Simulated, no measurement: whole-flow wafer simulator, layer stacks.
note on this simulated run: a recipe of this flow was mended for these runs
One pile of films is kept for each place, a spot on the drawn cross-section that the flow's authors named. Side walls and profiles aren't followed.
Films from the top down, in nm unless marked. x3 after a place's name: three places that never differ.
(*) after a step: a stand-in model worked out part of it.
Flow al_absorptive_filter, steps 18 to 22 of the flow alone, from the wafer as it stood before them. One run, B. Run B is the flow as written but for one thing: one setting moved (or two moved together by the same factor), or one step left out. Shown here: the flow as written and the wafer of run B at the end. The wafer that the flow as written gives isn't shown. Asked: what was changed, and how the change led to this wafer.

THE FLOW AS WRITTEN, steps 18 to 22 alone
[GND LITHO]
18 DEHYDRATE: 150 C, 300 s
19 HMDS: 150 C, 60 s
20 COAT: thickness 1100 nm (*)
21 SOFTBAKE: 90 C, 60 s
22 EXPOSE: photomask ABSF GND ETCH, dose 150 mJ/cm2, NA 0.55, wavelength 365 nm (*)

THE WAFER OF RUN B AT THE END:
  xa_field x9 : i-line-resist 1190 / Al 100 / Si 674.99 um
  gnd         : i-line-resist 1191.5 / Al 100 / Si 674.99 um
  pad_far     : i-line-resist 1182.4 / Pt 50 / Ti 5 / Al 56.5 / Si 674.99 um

The cause: step 20, COAT: thickness 1190 nm was run, where the flow has thickness 1100 nm.
It can be read off the wafer: xa_field x9 has i-line-resist 1190, and step 20 as written asks for 1100 nm.

How the change led to this, step by step:
  20 COAT: thickness 1100 nm (*)
      xa_field x9: i-line-resist +1190 (new film) (as written it would be: i-line-resist +1100 (new film))
      gnd: i-line-resist +1191.5 (new film) (as written it would be: i-line-resist +1101.5 (new film))
      (and at 4 more places)
